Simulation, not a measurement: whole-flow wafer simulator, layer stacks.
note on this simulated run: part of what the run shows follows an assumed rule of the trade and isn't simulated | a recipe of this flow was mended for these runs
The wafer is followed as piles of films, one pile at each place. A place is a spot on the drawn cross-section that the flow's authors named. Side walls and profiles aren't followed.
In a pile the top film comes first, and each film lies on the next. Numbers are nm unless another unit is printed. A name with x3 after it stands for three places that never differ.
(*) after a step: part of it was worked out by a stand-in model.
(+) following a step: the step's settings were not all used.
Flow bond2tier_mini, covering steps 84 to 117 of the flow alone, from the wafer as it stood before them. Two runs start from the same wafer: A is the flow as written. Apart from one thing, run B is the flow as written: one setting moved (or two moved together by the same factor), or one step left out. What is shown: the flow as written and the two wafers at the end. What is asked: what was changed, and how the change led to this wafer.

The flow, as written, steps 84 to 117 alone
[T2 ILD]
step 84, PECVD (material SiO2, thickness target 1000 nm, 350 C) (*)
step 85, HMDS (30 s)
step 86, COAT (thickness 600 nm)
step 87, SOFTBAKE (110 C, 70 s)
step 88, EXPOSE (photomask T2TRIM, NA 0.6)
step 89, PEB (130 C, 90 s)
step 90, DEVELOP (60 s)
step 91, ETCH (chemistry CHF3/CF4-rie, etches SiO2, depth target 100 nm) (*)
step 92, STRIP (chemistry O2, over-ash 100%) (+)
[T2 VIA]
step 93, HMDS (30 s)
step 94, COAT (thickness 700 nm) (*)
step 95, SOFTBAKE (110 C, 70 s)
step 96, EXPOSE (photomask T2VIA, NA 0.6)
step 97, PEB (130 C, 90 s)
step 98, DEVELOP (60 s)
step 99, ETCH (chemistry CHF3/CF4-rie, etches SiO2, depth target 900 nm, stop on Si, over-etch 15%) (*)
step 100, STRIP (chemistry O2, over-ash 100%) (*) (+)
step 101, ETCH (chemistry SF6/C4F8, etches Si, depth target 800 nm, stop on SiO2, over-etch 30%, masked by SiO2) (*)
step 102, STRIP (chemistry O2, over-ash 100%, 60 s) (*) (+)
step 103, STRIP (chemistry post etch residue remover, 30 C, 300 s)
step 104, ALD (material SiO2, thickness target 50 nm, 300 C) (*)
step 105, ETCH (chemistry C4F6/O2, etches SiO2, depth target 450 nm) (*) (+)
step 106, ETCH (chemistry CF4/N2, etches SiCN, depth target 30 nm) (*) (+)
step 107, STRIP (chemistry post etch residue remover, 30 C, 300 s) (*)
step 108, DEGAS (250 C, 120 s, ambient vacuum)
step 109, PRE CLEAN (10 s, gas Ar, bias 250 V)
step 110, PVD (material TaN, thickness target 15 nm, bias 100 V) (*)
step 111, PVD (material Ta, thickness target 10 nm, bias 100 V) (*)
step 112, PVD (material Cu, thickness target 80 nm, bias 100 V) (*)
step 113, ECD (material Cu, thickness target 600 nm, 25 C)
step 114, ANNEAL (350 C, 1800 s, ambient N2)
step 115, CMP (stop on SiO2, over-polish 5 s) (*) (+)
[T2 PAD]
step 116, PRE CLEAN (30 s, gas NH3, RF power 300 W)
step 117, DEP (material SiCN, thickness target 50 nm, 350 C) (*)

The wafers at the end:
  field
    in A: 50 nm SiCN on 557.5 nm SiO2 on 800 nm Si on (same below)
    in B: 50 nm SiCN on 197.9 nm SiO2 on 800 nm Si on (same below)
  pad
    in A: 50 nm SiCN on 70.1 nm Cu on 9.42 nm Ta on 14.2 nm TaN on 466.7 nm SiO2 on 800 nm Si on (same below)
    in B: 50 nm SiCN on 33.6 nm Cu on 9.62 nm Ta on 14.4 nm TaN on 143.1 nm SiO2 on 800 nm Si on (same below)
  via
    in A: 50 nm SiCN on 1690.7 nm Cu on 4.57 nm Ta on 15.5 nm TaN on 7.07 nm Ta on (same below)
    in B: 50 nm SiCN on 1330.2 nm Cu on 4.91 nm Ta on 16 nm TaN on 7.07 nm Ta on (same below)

What caused this: step 84, PECVD: thickness target 640 nm was run, though the flow has thickness target 1000 nm; step 91, ETCH: depth target 64 nm was run, where the flow has depth target 100 nm.

Step by step, how the change led to this:
  step 84, PECVD (material SiO2, thickness target 1000 nm, 350 C) (*)
      field, pad, via: A SiO2 gains 1000 (new film) | B SiO2 gains 640 (new film)
  step 91, ETCH (chemistry CHF3/CF4-rie, etches SiO2, depth target 100 nm) (*)
      pad, via: A SiO2 loses 100 | B SiO2 loses 64
      field: A thick-KrF-resist loses 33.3 | B thick-KrF-resist loses 21.3
  step 92, STRIP (chemistry O2, over-ash 100%) (+)
      field: A thick-KrF-resist loses 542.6 (all of it) | B thick-KrF-resist loses 554.6 (all of it)
  step 94, COAT (thickness 700 nm) (*)
      field: A thick-KrF-resist gains 656.8 (new film) | B thick-KrF-resist gains 672.1 (new film)
      pad: A thick-KrF-resist gains 744.9 (new film) | B thick-KrF-resist gains 728.9 (new film)
  step 99, ETCH (chemistry CHF3/CF4-rie, etches SiO2, depth target 900 nm, stop on Si, over-etch 15%) (*)
      field, pad: A thick-KrF-resist loses 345 | B thick-KrF-resist loses 220.8
      via: A SiO2 loses 900 (all of it), Si loses 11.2 | B SiO2 loses 576 (all of it), Si loses 38.2
  step 100, STRIP (chemistry O2, over-ash 100%) (*) (+)
      field: A thick-KrF-resist loses 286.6 (all of it) | B thick-KrF-resist loses 425.7 (all of it)
      pad: A thick-KrF-resist loses 372.9 (all of it) | B thick-KrF-resist loses 481.6 (all of it)
  step 101, ETCH (chemistry SF6/C4F8, etches Si, depth target 800 nm, stop on SiO2, over-etch 30%, masked by SiO2) (*)
      via: A Si loses 788.8 (all of it), chemical SiO2 loses 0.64 (all of it), SiO2 loses 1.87 | B Si loses 761.8 (all of it), chemical SiO2 loses 0.64 (all of it), SiO2 loses 2.14
  step 110, PVD (material TaN, thickness target 15 nm, bias 100 V) (*)
      via: A TaN gains 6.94 | B TaN gains 7.45
  step 112, PVD (material Cu, thickness target 80 nm, bias 100 V) (*)
      pad: A Cu gains 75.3 (new film) | B Cu gains 76.9 (new film)
      via: A Cu gains 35 (new film) | B Cu gains 37.8 (new film)
  step 113, ECD (material Cu, thickness target 600 nm, 25 C)
      pad: A Cu gains 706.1 | B Cu gains 668
      via: A Cu gains 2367 | B Cu gains 2003.7
